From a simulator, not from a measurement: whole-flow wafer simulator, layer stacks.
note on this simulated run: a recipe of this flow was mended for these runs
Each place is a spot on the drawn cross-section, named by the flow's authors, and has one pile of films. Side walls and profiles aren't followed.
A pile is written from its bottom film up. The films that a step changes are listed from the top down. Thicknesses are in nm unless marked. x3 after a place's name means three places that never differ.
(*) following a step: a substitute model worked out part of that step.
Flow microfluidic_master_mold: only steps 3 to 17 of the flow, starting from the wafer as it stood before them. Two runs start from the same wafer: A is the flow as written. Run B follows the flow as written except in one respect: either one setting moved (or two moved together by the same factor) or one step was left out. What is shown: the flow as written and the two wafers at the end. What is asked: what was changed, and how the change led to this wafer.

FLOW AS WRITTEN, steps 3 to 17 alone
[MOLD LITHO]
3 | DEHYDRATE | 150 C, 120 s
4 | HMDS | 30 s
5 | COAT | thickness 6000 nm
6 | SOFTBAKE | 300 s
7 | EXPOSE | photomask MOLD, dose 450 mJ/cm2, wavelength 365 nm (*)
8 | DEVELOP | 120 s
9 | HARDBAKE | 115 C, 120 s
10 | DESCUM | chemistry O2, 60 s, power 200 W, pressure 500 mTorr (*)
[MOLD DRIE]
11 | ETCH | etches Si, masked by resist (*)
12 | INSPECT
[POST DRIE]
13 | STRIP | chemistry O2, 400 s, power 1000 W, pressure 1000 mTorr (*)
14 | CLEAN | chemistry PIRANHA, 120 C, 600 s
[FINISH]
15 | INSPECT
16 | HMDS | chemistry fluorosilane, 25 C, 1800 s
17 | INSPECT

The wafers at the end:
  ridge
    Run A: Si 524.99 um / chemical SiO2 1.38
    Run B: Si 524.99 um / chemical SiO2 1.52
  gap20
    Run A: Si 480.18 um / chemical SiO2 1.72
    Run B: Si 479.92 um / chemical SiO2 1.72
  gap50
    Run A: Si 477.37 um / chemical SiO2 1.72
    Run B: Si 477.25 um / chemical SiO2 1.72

What caused this: step 5, COAT: thickness 4249 nm was run, whereas the flow has thickness 6000 nm.

The path from the change to this, step by step:
  5 | COAT | thickness 6000 nm
      ridge, gap20, gap50, gap200 x2: A thick-i-line-resist gains 6000 (new film) | B thick-i-line-resist gains 4249 (new film)
  8 | DEVELOP | 120 s
      gap20, gap50, gap200 x2: A thick-i-line-resist loses 6000 (all of it) | B thick-i-line-resist loses 4249 (all of it)
  9 | HARDBAKE | 115 C, 120 s
      ridge: A thick-i-line-resist loses 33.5 | B thick-i-line-resist loses 20.5
  11 | ETCH | etches Si, masked by resist (*)
      gap20: A chemical SiO2 loses 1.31 (all of it), Si loses 44.81 um | B chemical SiO2 loses 1.31 (all of it), Si loses 45.07 um
      gap50: A chemical SiO2 loses 1.31 (all of it), Si loses 47.62 um | B chemical SiO2 loses 1.31 (all of it), Si loses 47.75 um
  13 | STRIP | chemistry O2, 400 s, power 1000 W, pressure 1000 mTorr (*)
      ridge: A thick-i-line-resist loses 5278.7 (all of it), chemical SiO2 gains 0.78, Si loses 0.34 | B thick-i-line-resist loses 3540.8 (all of it), chemical SiO2 gains 0.92, Si loses 0.4
